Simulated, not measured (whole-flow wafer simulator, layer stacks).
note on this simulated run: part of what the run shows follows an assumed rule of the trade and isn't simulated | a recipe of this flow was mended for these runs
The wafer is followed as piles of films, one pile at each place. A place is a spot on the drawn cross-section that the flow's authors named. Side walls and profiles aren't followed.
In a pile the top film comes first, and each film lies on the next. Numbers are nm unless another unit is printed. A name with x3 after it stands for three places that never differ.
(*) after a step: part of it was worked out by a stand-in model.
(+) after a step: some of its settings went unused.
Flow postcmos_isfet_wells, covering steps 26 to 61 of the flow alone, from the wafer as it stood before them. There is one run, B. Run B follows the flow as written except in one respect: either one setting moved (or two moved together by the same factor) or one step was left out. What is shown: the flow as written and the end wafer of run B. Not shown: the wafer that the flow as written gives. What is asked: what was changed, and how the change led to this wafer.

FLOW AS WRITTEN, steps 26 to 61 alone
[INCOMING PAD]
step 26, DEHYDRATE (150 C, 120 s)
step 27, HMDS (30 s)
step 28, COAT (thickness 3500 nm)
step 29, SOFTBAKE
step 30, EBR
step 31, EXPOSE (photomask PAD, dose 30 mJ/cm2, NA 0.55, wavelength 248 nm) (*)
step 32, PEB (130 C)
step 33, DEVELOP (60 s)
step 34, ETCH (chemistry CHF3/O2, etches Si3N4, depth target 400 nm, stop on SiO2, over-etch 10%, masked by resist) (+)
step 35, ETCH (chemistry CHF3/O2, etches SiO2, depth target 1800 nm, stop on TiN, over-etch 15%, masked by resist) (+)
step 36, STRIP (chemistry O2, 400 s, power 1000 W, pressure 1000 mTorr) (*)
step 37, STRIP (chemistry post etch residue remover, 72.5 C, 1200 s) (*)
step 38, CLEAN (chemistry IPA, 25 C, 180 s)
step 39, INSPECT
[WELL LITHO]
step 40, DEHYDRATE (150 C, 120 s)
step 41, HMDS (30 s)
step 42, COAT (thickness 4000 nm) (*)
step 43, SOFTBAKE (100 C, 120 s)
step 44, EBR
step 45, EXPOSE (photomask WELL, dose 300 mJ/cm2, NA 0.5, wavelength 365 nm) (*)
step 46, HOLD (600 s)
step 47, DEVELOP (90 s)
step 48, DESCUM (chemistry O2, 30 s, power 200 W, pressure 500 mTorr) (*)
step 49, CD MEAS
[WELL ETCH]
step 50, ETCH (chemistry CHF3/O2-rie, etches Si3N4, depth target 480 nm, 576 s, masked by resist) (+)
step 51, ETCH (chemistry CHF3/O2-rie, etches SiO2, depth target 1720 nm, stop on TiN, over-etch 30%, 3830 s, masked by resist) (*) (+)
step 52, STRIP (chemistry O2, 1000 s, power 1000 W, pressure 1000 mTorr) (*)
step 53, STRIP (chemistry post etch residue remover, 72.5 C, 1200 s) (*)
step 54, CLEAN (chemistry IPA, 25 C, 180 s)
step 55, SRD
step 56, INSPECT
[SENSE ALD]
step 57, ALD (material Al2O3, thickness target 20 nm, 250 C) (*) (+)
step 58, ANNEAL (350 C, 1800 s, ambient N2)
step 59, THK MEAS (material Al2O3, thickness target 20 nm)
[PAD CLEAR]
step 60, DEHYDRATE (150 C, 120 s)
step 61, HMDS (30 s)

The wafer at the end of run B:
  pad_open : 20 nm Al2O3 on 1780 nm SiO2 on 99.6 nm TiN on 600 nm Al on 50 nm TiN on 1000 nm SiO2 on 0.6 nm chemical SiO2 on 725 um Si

The reason: step 35, ETCH: chemistry CHF3/O2, etches SiO2, depth target 1800 nm, stop on TiN, over-etch 15%, masked by resist (+), was skipped.

The path from the change to this, step by step:
  step 36, STRIP (chemistry O2, 400 s, power 1000 W, pressure 1000 mTorr) (*)
      field, margin x2, well900 x4, pad_clr: thick-KrF-resist loses 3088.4 (all of it) (it would be, as written: thick-KrF-resist loses 1382.5 (all of it))
  step 42, COAT (thickness 4000 nm) (*)
      pad_clr: thick-g/i-line-resist gains 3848 (new film) (it would be, as written: thick-g/i-line-resist gains 3249.3 (new film))
      pad_open: thick-g/i-line-resist gains 4156.5 (new film) (it would be, as written: thick-g/i-line-resist gains 4813.4 (new film))
  step 43, SOFTBAKE (100 C, 120 s)
      pad_clr: thick-g/i-line-resist loses 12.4 (it would be, as written: thick-g/i-line-resist loses 123)
      pad_open: thick-g/i-line-resist gains 14.6 (it would be, as written: thick-g/i-line-resist gains 73)
  step 52, STRIP (chemistry O2, 1000 s, power 1000 W, pressure 1000 mTorr) (*)
      pad_clr: thick-g/i-line-resist loses 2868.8 (all of it) (it would be, as written: thick-g/i-line-resist loses 2159.6 (all of it))
      pad_open: thick-g/i-line-resist loses 3204.4 (all of it) (it would be, as written: thick-g/i-line-resist loses 3919.6 (all of it))
